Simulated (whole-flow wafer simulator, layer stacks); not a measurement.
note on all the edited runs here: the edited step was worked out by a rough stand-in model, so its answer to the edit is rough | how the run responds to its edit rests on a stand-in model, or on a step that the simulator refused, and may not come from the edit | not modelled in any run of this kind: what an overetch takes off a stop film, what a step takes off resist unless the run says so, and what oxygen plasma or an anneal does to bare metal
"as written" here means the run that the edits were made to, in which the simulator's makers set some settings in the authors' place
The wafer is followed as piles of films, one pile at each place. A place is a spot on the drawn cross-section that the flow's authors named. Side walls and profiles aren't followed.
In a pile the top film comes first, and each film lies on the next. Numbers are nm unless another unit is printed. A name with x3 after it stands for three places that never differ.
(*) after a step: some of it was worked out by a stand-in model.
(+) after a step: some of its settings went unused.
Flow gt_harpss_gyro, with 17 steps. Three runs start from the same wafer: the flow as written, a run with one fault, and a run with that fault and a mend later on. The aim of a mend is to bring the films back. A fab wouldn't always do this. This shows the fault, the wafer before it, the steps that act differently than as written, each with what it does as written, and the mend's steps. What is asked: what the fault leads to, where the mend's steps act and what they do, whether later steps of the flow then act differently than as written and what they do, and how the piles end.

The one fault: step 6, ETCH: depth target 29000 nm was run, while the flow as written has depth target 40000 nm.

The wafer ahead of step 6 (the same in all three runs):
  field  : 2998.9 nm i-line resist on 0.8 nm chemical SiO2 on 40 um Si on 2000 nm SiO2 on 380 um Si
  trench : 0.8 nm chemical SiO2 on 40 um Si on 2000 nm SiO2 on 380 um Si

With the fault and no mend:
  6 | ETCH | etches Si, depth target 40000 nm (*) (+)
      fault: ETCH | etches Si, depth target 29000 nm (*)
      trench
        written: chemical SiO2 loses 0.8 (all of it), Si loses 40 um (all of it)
        fault: chemical SiO2 loses 0.8 (all of it), Si loses 29 um
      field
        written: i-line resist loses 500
        fault: i-line resist loses 362.5
  Steps later in the flow that act otherwise than as written (not shown: 3 more steps that differ only slightly, by at most 2% or 0.5 nm, whichever is larger):
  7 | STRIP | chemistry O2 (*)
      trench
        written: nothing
        fault: chemical SiO2 gains 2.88 (new film), Si loses 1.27
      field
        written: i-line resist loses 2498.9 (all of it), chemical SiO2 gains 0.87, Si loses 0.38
        fault: i-line resist loses 2636.4 (all of it), chemical SiO2 gains 0.88, Si loses 0.39
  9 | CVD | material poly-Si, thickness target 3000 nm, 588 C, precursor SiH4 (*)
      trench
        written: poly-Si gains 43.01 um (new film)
        fault: poly-Si gains 32 um (new film)
  The piles end different from the flow's at trench by more than 2% or 0.5 nm, whichever is larger.
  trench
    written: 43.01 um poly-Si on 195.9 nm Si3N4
    fault: 32 um poly-Si on 197.5 nm Si3N4 on 2.88 nm chemical SiO2 on 11 um Si

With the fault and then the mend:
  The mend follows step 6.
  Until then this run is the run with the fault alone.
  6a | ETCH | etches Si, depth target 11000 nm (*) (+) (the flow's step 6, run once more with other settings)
      field
        i-line resist loses 137.5
      trench
        Si loses 11 um (all of it)
  None of the later steps of the flow acts differently than as written at any place that is followed.
  The piles end the same as the flow's at every place that both follow.
